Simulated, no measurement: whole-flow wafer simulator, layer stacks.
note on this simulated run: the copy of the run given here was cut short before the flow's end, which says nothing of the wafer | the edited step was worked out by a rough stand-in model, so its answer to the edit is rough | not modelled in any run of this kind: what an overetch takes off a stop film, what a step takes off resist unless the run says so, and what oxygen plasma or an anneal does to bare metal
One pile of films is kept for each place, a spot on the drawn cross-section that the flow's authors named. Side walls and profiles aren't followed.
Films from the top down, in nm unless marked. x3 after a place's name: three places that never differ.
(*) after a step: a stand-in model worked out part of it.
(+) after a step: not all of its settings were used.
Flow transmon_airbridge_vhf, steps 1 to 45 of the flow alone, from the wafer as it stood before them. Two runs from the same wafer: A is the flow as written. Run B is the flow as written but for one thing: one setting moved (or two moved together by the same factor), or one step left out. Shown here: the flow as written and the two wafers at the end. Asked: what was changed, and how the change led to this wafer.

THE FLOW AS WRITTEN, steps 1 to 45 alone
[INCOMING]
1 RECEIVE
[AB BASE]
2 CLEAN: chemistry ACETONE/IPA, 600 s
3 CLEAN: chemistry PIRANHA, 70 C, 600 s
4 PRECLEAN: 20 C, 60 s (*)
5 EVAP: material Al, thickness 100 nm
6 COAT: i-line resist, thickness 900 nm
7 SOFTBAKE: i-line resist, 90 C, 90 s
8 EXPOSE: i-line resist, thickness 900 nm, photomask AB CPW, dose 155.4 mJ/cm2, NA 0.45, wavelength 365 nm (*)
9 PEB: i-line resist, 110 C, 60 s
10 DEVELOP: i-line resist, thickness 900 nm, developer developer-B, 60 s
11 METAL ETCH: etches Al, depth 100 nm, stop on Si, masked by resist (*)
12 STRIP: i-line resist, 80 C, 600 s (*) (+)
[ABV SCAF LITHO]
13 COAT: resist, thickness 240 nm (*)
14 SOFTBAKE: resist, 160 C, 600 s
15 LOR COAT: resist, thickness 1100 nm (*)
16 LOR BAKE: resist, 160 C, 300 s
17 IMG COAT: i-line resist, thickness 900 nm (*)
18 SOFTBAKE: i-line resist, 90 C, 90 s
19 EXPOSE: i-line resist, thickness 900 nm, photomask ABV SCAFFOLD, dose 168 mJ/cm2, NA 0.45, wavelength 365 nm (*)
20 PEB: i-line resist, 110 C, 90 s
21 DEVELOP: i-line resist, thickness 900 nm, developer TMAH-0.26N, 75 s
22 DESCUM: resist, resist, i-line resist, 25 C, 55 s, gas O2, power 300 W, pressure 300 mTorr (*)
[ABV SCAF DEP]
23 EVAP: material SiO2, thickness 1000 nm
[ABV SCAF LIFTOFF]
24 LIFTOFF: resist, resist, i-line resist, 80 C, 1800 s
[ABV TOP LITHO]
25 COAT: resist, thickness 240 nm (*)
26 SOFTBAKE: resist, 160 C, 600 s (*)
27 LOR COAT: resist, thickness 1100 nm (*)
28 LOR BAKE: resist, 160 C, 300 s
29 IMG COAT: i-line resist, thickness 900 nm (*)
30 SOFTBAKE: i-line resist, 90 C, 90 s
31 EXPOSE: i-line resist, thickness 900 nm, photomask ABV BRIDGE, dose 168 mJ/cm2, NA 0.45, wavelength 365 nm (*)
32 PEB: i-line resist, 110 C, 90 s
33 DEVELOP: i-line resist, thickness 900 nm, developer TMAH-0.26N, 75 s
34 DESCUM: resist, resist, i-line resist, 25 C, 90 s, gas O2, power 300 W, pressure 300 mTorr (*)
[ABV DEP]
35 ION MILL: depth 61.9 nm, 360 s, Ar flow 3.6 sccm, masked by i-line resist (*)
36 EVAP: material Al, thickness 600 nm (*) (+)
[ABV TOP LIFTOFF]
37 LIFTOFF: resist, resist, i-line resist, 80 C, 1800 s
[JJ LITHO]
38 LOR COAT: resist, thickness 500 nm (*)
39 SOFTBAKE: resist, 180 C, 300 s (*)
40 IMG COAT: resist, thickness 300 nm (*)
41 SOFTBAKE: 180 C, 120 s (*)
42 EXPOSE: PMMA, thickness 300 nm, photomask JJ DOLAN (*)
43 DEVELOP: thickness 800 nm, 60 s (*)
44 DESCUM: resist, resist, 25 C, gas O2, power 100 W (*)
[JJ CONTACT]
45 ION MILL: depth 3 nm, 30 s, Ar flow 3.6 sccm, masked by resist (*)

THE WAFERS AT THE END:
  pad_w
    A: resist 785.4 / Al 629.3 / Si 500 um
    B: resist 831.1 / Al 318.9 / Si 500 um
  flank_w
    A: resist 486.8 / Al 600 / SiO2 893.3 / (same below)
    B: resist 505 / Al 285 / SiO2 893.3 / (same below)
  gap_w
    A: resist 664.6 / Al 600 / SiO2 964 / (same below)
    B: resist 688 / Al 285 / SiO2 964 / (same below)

The cause: step 36, EVAP: thickness 285 nm was run, where the flow has thickness 600 nm.
It can be read off the wafer: flank_w has Al 285, and step 36 as written asks for 600 nm.

How the change led to this, step by step:
  36 EVAP: material Al, thickness 600 nm (*) (+)
      field x3, jj_line, ground_far and 10 more: A Al +600 (new film) | B Al +285 (new film)
      pad_w, pad_e: A Al +591.2 | B Al +280.8
  37 LIFTOFF: resist, resist, i-line resist, 80 C, 1800 s
      field x3, jj_line, trace_open_s x2: A Al -600 (all of it), i-line resist -600 (all of it), resist -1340 (all of it) | B Al -285 (all of it), i-line resist -600 (all of it), resist -1340 (all of it)
      margin_s, margin_n: A Al -600 (all of it), i-line resist -318.3 (all of it), resist -992 (all of it) | B Al -285 (all of it), i-line resist -318.3 (all of it), resist -992 (all of it)
      (and at 1 more place)
  38 LOR COAT: resist, thickness 500 nm (*)
      pad_w, pad_e: A resist +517 (new film) | B resist +547.7 (new film)
      flank_w, flank_e: A resist +306.5 (new film) | B resist +313.9 (new film)
      (and at 6 more places)
  40 IMG COAT: resist, thickness 300 nm (*)
      pad_w, pad_e: A resist +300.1 | B resist +315.2
      flank_w, flank_e: A resist +212.1 | B resist +222.8
      (and at 6 more places)
